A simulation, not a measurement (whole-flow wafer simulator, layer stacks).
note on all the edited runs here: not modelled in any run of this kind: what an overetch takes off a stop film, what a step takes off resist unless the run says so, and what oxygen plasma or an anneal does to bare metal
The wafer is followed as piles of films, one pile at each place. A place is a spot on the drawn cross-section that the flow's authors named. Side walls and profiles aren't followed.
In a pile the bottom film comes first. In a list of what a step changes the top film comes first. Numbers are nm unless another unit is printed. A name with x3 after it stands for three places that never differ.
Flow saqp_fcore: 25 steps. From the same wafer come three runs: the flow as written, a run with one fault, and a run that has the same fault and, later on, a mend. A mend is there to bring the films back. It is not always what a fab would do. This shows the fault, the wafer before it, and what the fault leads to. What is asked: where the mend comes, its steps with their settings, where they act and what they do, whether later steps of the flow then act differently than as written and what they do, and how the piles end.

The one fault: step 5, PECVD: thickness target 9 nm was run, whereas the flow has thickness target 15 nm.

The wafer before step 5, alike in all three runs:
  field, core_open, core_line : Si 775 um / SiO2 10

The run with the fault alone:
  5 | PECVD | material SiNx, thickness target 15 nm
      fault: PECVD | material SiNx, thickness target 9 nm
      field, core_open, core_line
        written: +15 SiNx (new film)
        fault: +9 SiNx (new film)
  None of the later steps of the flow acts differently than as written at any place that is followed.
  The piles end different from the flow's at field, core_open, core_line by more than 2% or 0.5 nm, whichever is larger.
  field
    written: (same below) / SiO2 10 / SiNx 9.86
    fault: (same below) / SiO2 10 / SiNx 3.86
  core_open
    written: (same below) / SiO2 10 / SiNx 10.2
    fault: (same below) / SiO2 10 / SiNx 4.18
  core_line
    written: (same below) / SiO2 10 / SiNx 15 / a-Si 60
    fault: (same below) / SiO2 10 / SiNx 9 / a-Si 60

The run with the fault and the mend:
  The mend stands after step 5.
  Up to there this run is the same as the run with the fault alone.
  5a | PECVD | material SiNx, thickness target 6 nm (the flow's step 5, run once more with other settings)
      field, core_open, core_line
        +6 SiNx
  None of the later steps of the flow acts differently than as written at any place that is followed.
  The piles end the same as the flow's at every place that both follow.
